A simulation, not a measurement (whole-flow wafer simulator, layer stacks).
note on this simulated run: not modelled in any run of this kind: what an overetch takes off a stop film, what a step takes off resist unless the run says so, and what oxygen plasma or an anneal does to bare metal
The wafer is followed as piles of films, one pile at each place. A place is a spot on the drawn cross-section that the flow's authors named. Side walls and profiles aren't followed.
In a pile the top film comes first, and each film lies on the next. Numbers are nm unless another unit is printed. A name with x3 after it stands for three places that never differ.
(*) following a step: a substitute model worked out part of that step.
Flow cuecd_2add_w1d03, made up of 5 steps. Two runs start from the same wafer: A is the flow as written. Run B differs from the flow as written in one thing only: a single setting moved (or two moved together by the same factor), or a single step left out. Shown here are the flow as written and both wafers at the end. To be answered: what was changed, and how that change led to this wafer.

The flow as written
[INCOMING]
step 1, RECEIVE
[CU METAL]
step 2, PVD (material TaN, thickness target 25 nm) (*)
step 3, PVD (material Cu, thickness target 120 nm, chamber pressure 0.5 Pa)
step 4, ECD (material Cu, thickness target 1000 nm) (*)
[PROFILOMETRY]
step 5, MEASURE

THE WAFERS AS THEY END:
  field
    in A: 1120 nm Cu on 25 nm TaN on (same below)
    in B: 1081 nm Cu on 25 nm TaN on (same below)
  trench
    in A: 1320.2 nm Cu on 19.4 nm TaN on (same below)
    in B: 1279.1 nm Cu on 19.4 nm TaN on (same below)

Cause: step 3, PVD: thickness target 81 nm was run, whereas the flow has thickness target 120 nm.

How this came from the change, step by step:
  step 3, PVD (material Cu, thickness target 120 nm, chamber pressure 0.5 Pa)
      field: A +120 Cu (new film) | B +81 Cu (new film)
      trench: A +93.4 Cu (new film) | B +63.1 Cu (new film)
